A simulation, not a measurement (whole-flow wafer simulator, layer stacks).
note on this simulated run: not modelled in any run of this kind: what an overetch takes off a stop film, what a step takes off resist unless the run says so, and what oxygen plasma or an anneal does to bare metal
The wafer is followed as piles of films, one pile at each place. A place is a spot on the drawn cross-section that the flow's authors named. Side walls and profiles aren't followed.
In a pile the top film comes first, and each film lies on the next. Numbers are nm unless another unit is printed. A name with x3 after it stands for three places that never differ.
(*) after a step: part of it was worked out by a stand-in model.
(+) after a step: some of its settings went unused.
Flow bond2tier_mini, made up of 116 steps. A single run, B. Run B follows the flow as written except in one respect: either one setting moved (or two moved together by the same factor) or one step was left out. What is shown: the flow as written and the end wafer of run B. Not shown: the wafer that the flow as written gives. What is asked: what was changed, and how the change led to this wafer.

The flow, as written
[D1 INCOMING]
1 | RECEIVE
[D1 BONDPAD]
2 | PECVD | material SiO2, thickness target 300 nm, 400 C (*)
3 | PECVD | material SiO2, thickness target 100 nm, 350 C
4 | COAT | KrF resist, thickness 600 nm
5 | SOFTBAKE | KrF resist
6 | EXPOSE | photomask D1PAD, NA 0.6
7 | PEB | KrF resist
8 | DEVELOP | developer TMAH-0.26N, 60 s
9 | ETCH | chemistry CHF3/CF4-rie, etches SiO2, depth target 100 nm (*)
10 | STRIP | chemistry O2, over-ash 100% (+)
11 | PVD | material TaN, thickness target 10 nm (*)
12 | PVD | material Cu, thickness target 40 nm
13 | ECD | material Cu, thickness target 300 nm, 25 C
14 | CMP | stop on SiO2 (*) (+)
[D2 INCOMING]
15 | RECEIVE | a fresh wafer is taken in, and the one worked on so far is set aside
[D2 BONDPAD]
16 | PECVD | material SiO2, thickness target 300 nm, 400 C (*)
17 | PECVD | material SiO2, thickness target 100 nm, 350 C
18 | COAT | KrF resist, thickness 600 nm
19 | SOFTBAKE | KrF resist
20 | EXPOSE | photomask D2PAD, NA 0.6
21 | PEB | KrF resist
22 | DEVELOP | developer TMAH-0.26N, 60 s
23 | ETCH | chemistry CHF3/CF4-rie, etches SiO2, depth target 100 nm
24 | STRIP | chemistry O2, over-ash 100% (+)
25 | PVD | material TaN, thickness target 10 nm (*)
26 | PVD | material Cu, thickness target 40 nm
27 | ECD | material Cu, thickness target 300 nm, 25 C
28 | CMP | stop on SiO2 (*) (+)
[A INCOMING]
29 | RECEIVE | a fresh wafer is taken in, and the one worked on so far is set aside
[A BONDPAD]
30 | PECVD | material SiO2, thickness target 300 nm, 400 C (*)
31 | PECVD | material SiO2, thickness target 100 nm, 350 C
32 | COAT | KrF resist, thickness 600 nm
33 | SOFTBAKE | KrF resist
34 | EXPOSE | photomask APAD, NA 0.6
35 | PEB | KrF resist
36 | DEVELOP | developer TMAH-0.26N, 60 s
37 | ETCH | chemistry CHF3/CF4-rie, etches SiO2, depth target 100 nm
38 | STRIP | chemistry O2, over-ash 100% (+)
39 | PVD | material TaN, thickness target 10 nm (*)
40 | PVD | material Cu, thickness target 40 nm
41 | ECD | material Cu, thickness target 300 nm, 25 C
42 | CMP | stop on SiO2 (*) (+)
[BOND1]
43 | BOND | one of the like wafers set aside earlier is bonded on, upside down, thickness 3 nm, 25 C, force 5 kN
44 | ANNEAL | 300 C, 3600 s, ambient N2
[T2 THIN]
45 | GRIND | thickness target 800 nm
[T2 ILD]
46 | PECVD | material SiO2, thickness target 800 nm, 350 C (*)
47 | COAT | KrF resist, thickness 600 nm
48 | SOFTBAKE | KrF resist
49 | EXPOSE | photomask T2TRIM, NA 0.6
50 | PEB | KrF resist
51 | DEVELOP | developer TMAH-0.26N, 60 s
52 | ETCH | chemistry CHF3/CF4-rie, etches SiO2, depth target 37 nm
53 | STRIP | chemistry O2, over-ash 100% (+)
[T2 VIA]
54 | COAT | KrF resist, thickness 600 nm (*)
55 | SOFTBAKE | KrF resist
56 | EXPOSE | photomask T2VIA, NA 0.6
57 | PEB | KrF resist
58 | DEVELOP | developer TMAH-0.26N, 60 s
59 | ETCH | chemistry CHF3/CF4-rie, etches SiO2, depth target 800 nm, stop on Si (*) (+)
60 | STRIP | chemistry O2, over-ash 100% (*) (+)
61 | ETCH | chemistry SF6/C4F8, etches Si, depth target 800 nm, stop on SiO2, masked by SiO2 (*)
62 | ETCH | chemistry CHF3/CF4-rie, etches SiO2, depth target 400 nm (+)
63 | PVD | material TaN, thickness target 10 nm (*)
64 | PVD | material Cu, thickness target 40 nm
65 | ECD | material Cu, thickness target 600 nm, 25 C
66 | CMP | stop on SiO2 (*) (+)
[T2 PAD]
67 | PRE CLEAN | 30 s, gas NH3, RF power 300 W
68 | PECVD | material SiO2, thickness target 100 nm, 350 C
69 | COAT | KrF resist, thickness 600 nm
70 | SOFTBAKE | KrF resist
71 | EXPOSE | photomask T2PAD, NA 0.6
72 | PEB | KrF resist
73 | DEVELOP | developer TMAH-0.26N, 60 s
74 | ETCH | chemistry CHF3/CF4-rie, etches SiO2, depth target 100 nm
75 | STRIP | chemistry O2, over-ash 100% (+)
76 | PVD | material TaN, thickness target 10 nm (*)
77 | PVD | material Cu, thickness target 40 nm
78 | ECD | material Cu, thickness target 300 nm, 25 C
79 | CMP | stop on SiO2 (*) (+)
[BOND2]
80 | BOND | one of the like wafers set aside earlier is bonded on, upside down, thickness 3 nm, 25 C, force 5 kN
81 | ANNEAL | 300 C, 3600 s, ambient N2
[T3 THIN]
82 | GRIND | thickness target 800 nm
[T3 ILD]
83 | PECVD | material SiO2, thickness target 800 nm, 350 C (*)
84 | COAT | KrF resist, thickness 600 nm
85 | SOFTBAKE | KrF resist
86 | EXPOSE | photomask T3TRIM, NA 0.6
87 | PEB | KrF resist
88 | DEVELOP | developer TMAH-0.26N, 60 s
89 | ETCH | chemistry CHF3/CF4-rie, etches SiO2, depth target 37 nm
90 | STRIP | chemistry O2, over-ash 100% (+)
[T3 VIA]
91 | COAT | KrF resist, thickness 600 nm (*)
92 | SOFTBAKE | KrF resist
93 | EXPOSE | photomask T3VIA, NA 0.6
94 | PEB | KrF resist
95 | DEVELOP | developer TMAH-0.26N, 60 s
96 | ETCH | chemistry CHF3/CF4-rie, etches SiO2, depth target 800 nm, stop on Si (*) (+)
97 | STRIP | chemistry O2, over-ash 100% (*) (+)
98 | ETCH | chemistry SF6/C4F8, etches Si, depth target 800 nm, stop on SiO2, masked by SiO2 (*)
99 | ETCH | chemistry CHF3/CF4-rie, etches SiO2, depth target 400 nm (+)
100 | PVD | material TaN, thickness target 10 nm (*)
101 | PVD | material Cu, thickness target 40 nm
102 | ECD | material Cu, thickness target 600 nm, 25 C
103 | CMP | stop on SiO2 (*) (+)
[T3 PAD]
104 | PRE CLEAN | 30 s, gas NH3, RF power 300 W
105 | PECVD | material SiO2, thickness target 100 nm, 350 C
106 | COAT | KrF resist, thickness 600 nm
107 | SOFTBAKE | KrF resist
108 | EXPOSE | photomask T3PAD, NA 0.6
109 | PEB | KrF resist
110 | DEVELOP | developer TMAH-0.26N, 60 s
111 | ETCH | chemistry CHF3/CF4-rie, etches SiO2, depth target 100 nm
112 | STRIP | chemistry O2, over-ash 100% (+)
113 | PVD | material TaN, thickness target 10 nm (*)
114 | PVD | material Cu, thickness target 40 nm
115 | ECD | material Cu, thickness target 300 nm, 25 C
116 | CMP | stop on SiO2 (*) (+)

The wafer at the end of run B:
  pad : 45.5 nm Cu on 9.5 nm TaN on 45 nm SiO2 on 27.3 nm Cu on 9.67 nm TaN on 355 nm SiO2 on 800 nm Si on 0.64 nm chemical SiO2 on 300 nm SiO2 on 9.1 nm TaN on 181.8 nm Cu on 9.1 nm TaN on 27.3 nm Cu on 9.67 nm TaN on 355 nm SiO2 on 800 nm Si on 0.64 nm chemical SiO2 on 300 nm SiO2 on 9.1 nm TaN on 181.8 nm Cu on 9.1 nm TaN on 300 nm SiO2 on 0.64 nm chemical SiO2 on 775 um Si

Cause: step 111, ETCH: depth target 55 nm was run, while the flow as written has depth target 100 nm.

Step by step, how the change led to this:
  111 | ETCH | chemistry CHF3/CF4-rie, etches SiO2, depth target 100 nm
      pad: -55 SiO2 (as written it would have been: -100 SiO2 (all of it))
      field: -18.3 KrF resist (as written it would have been: -33.3 KrF resist)
  112 | STRIP | chemistry O2, over-ash 100% (+)
      field: -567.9 KrF resist (all of it) (as written it would have been: -552.9 KrF resist (all of it))
  114 | PVD | material Cu, thickness target 40 nm
      pad: +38 Cu (new film) (as written it would have been: +36.4 Cu (new film))
  115 | ECD | material Cu, thickness target 300 nm, 25 C
      pad: +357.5 Cu (as written it would have been: +404.5 Cu)
With metal films that touch counted as one body, pad has 4 bodies (between them, from the top down: SiO2 45; SiO2 355 / Si 800 / chemical SiO2 0.64 / SiO2 300; SiO2 355 / Si 800 / chemical SiO2 0.64 / SiO2 300); the flow as written gives 3 bodies (between them, from the top down: SiO2 355 / Si 800 / chemical SiO2 0.64 / SiO2 300; SiO2 355 / Si 800 / chemical SiO2 0.64 / SiO2 300).
